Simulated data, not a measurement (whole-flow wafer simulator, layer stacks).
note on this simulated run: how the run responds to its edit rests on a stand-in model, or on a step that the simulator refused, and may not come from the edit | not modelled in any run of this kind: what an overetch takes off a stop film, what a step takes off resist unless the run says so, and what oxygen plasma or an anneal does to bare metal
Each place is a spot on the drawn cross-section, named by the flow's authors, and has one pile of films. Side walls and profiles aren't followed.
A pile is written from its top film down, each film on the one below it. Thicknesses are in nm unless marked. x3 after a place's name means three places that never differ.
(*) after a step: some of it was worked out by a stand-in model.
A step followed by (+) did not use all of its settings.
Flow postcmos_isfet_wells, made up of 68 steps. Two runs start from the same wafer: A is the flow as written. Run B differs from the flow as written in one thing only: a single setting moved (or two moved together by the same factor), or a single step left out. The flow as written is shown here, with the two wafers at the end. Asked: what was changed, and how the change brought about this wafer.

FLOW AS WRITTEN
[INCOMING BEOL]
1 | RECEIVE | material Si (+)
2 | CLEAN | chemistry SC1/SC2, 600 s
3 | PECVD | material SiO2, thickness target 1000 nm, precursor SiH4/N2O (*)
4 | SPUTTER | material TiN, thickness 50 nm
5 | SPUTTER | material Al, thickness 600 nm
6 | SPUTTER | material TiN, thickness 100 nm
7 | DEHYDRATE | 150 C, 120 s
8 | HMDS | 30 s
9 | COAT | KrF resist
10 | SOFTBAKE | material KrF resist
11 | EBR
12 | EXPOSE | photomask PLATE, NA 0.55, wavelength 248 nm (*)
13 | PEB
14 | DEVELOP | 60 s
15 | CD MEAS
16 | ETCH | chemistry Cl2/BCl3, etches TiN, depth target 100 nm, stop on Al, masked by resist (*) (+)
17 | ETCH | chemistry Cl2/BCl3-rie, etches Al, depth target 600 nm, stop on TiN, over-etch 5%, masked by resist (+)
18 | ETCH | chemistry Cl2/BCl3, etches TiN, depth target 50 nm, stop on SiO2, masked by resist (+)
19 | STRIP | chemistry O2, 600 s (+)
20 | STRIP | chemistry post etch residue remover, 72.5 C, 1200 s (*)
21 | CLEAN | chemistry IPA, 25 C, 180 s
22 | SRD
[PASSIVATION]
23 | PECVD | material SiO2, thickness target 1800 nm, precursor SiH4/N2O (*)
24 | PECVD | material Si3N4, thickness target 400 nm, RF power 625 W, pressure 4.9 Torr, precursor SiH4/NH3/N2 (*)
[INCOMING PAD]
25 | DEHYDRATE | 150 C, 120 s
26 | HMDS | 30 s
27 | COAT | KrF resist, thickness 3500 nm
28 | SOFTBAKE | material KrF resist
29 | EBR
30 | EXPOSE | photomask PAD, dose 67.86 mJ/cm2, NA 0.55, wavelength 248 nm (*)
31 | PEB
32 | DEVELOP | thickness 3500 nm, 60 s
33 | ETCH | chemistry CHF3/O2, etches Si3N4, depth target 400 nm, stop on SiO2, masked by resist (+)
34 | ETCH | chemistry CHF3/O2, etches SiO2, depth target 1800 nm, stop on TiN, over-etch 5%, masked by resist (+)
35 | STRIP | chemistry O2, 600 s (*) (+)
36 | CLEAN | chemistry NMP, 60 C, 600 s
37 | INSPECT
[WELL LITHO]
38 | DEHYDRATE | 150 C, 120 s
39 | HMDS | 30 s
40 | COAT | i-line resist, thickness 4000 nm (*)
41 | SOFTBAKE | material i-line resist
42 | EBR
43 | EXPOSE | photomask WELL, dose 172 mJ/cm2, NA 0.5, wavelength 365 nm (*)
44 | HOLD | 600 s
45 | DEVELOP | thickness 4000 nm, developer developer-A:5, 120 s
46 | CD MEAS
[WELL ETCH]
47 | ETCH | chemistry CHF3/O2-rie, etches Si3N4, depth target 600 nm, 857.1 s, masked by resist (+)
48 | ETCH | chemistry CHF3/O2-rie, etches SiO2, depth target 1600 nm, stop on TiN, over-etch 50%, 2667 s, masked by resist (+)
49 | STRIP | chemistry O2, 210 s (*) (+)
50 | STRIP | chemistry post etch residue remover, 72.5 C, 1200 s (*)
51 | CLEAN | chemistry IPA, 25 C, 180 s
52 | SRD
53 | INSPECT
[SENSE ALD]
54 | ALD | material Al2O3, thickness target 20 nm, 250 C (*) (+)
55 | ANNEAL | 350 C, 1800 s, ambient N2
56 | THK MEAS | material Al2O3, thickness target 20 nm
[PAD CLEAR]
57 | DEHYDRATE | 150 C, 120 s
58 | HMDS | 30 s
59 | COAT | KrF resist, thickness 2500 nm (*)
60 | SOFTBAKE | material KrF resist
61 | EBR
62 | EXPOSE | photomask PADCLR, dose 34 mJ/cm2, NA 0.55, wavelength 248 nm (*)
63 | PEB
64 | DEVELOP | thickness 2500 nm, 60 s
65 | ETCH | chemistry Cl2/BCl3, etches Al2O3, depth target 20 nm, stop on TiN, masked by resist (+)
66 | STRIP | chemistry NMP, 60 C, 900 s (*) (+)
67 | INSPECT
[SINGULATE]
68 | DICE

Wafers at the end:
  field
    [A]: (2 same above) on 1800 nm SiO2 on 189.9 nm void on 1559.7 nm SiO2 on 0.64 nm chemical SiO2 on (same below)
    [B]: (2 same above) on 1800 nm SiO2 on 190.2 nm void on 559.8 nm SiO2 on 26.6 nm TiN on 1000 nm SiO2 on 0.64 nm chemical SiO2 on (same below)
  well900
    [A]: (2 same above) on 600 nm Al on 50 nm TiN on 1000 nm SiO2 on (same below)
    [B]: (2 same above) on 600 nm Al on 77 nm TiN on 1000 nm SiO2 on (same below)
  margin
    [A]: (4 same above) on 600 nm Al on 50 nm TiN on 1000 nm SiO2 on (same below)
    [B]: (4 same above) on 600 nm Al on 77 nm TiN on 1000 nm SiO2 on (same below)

What caused this: step 4, SPUTTER: thickness 77 nm was run, while the flow as written has thickness 50 nm.
The wafer lets one read it off: well900 has TiN 77, and step 4 as written asks for 50 nm.

Step by step, how the change led to this:
  4 | SPUTTER | material TiN, thickness 50 nm
      field, margin, well900, well1300 x3, pad_rim, pad_clr, pad_open: A +50 TiN (new film) | B +77 TiN (new film)
  18 | ETCH | chemistry Cl2/BCl3, etches TiN, depth target 50 nm, stop on SiO2, masked by resist (+)
      field: A -50 TiN (all of it) | B -50 TiN
  23 | PECVD | material SiO2, thickness target 1800 nm, precursor SiH4/N2O (*)
      field: A +1800 SiO2 (new film), +189.9 void (new film), +559.7 SiO2 | B +1800 SiO2 (new film), +190.2 void (new film), +559.8 SiO2 (new film)
With metal films that touch counted as one body, field has 1 body; the flow as written gives 0 bodies.
